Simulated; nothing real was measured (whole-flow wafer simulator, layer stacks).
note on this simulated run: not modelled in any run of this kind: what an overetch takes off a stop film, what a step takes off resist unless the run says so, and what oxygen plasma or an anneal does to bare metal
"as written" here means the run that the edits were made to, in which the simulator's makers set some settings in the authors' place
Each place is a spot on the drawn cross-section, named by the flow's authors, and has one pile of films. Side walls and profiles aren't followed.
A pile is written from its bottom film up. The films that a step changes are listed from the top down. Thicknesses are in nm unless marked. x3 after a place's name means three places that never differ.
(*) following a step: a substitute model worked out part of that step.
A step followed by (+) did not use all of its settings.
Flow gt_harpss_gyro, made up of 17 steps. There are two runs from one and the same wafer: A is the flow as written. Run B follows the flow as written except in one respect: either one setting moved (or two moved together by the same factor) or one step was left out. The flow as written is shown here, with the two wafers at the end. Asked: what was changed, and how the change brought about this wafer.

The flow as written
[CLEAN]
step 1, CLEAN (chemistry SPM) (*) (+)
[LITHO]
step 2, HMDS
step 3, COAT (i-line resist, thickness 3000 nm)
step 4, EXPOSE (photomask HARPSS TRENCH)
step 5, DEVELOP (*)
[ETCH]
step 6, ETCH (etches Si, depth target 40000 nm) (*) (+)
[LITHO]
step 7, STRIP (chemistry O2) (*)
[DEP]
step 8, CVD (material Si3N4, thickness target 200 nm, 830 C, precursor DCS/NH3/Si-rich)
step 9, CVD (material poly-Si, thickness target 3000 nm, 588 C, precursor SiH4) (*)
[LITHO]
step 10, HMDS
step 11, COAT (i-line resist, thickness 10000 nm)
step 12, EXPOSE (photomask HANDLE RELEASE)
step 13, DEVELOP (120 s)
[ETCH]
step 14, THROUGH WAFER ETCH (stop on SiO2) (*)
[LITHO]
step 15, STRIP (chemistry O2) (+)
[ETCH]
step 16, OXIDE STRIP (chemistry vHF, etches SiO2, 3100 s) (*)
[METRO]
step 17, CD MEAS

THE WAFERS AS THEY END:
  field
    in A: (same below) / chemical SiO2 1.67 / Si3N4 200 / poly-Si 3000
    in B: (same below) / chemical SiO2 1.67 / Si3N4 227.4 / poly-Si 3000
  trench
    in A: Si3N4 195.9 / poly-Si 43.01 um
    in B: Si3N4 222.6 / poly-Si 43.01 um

Cause: step 8, CVD: thickness target 227.4 nm was run, though the flow has thickness target 200 nm.
The wafer itself shows it: field has Si3N4 227.4, and step 8 as written asks for 200 nm.

How this came from the change, step by step:
  step 8, CVD (material Si3N4, thickness target 200 nm, 830 C, precursor DCS/NH3/Si-rich)
      field: A +200 Si3N4 (new film) | B +227.4 Si3N4 (new film)
      trench: A +195.9 Si3N4 (new film) | B +222.6 Si3N4 (new film)
